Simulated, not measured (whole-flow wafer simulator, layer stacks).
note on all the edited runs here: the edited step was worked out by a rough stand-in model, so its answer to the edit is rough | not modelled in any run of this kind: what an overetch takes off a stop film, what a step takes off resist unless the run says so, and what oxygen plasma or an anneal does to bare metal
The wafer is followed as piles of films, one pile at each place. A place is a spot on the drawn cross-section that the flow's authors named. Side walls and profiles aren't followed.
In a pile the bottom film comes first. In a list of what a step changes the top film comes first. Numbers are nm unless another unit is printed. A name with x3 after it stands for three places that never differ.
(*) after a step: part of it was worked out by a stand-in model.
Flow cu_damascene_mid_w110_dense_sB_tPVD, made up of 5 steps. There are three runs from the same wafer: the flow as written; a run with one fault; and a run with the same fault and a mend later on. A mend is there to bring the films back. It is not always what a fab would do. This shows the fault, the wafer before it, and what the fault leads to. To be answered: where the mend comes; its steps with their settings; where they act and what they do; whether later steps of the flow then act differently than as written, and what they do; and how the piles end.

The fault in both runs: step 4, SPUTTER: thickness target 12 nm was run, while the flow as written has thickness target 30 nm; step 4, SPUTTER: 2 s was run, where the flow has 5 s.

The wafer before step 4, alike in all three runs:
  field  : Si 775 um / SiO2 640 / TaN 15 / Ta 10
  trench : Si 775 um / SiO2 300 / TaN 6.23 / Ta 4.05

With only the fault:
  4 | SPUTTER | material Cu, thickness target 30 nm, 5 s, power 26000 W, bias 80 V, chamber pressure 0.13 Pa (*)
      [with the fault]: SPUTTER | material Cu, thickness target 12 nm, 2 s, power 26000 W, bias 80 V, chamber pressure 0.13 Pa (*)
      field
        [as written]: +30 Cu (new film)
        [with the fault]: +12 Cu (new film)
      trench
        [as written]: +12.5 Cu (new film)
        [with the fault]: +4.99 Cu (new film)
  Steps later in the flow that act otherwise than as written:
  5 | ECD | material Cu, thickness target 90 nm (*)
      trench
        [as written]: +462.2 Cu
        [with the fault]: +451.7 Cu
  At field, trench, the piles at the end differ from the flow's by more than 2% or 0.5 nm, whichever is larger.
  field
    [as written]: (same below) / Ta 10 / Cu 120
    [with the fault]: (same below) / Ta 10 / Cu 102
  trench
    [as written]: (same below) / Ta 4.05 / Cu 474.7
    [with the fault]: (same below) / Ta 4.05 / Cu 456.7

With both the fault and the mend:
  The mend stands after step 4.
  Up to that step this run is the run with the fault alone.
  4a | SPUTTER | material Cu, thickness target 18 nm, 3 s, power 26000 W, bias 80 V, chamber pressure 0.13 Pa (*) (the flow's step 4, run once more with other settings)
      field
        +18 Cu
      trench
        +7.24 Cu
  Later steps of the flow that are run all act as written at every place that is followed, up to a difference of at most 2% or 0.5 nm, whichever is larger.
  The piles end the same as the flow's at every place that both follow.
